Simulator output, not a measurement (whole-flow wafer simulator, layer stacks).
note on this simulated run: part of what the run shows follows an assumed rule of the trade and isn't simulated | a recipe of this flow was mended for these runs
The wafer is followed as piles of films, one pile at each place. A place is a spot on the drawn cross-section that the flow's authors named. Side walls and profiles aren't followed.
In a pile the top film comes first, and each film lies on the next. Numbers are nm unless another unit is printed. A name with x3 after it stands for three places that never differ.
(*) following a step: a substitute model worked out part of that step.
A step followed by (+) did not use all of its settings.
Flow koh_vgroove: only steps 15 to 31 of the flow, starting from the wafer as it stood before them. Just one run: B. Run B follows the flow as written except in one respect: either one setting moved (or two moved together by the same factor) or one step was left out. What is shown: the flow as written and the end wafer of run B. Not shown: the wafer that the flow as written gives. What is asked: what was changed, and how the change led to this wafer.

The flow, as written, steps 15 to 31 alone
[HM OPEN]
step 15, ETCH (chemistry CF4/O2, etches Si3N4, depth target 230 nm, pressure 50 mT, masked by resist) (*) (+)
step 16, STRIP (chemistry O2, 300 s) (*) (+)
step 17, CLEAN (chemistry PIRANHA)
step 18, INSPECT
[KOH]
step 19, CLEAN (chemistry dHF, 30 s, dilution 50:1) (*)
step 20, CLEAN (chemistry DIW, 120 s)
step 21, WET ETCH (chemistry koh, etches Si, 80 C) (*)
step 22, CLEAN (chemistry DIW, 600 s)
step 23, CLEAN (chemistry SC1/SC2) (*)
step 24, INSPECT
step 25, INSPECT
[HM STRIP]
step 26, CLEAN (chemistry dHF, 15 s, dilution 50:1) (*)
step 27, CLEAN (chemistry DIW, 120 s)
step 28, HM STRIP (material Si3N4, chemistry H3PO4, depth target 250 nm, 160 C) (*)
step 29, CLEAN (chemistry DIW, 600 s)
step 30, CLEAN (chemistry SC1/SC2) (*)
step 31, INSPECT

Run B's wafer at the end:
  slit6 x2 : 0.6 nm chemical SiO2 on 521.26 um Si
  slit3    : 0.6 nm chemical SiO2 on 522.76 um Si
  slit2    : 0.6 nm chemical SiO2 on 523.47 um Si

What caused this: step 15, ETCH: depth target 199.8 nm was run, while the flow as written has depth target 230 nm.

Step by step, how the change led to this:
  step 15, ETCH (chemistry CF4/O2, etches Si3N4, depth target 230 nm, pressure 50 mT, masked by resist) (*) (+)
      slit3, slit2, slit6 x2: Si3N4 loses 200 (all of it) (in the flow as written it would be: Si3N4 loses 200 (all of it), chemical SiO2 loses 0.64 (all of it), Si loses 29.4)
      field: i-line-resist loses 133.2 (in the flow as written it would be: i-line-resist loses 153.3)
  step 16, STRIP (chemistry O2, 300 s) (*) (+)
      slit3, slit2, slit6 x2: chemical SiO2 gains 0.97, Si loses 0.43 (in the flow as written it would be: chemical SiO2 gains 1.6 (new film), Si loses 0.7)
      field: i-line-resist loses 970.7 (all of it) (in the flow as written it would be: i-line-resist loses 950.6 (all of it))
